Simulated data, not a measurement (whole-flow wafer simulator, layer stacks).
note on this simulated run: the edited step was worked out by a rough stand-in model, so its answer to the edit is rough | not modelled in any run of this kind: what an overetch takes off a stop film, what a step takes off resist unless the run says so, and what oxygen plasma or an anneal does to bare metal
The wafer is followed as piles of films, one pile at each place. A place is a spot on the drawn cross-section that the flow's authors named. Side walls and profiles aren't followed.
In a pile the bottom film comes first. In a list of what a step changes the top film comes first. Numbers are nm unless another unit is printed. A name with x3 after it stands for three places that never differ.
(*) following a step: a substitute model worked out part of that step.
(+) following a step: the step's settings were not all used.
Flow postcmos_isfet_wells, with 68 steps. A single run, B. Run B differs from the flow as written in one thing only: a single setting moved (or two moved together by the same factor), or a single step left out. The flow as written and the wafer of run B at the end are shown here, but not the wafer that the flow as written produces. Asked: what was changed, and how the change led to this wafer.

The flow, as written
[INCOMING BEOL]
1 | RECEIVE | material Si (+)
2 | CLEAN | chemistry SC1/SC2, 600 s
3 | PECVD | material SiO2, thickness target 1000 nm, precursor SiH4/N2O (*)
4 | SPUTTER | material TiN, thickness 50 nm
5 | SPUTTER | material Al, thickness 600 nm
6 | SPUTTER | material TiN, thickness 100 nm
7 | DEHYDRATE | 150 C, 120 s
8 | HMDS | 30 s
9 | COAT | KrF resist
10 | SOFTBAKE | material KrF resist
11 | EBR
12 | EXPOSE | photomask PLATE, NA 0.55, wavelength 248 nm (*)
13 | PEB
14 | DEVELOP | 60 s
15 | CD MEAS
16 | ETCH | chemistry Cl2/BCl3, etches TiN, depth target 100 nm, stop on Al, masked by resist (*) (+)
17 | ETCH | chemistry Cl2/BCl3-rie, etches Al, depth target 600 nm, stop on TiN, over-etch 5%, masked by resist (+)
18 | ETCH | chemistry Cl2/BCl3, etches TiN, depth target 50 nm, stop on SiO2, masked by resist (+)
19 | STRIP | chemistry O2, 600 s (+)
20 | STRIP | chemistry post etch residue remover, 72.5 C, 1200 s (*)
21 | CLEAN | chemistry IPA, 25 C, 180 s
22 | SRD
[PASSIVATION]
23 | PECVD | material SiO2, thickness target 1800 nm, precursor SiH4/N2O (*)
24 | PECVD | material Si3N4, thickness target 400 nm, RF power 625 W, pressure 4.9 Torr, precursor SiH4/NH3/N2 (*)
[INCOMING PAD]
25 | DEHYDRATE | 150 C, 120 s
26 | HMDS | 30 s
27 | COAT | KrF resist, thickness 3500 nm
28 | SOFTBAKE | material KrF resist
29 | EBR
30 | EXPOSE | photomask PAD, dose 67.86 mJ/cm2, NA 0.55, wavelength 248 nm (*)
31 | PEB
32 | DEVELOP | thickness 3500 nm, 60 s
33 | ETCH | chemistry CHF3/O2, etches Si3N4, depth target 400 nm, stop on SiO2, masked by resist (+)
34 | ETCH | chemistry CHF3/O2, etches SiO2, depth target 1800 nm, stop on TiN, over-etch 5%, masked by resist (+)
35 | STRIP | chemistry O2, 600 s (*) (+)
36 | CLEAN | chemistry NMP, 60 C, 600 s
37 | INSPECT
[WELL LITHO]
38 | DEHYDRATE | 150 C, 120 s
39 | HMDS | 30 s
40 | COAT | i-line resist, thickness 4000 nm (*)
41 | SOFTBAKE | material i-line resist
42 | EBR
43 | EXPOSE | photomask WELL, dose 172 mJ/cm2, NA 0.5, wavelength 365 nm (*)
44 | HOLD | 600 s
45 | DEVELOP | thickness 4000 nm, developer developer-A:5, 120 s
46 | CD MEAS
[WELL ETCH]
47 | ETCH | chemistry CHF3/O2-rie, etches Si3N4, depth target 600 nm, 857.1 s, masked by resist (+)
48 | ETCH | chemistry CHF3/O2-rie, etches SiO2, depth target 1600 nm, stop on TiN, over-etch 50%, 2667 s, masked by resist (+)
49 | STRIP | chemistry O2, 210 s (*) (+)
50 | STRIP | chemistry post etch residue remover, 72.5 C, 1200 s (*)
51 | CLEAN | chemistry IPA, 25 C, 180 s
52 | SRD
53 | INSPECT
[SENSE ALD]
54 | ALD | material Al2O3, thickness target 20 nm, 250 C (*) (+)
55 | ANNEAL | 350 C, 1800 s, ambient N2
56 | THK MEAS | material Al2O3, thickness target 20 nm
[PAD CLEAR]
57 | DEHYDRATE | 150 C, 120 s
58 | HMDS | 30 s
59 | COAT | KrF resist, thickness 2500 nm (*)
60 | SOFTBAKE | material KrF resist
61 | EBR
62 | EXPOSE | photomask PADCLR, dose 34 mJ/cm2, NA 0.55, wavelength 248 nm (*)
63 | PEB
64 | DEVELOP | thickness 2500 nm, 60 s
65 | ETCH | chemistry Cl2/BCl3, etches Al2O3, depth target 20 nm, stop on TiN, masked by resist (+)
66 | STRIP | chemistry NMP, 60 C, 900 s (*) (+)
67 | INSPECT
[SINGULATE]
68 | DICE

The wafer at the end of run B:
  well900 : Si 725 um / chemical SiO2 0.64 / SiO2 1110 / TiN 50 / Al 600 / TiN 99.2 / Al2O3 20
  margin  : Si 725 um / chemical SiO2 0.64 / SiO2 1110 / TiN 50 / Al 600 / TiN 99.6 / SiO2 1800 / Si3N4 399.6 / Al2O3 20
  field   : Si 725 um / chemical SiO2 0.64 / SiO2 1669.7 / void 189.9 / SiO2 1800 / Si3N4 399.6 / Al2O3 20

Cause: step 3, PECVD: thickness target 1110 nm was run, whereas the flow has thickness target 1000 nm.
One can read it off the wafer: well900 has SiO2 1110, and step 3 as written asks for 1000 nm.

The path from the change to this, step by step:
  3 | PECVD | material SiO2, thickness target 1000 nm, precursor SiH4/N2O (*)
      field, margin, well900, well1300 x3, pad_rim, pad_clr, pad_open: +1110 SiO2 (new film) (in the flow as written it would be: +1000 SiO2 (new film))
